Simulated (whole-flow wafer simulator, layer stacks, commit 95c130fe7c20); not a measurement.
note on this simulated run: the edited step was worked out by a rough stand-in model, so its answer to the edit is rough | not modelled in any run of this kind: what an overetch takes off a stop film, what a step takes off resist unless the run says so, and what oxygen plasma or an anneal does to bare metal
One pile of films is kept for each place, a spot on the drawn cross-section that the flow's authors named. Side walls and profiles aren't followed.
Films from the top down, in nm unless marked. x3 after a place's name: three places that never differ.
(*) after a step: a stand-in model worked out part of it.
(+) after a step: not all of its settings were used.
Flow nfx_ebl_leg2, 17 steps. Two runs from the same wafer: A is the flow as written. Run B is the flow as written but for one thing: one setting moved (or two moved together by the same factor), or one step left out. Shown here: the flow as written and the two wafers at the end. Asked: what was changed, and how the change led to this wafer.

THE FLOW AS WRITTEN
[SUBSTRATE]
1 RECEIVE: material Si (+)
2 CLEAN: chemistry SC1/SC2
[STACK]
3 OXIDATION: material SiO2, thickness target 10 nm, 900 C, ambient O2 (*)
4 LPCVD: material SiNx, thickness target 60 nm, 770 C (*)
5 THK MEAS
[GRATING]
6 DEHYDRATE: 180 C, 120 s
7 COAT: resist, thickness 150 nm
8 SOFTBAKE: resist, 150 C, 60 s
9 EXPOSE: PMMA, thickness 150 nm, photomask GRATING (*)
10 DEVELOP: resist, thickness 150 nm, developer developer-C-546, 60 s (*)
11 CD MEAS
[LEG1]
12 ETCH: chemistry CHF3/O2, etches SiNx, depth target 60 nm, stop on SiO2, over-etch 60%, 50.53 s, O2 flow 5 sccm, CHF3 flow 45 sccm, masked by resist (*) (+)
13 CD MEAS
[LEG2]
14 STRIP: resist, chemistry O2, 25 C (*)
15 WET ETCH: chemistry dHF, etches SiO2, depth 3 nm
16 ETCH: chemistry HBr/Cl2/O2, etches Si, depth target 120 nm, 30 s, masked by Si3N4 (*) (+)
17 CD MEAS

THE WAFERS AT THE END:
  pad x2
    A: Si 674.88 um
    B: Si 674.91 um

The cause: step 16, ETCH: depth target 90 nm was run, where the flow has depth target 120 nm.

How the change led to this, step by step:
  16 ETCH: chemistry HBr/Cl2/O2, etches Si, depth target 120 nm, 30 s, masked by Si3N4 (*) (+)
      pad x2: A Si -120 | B Si -90
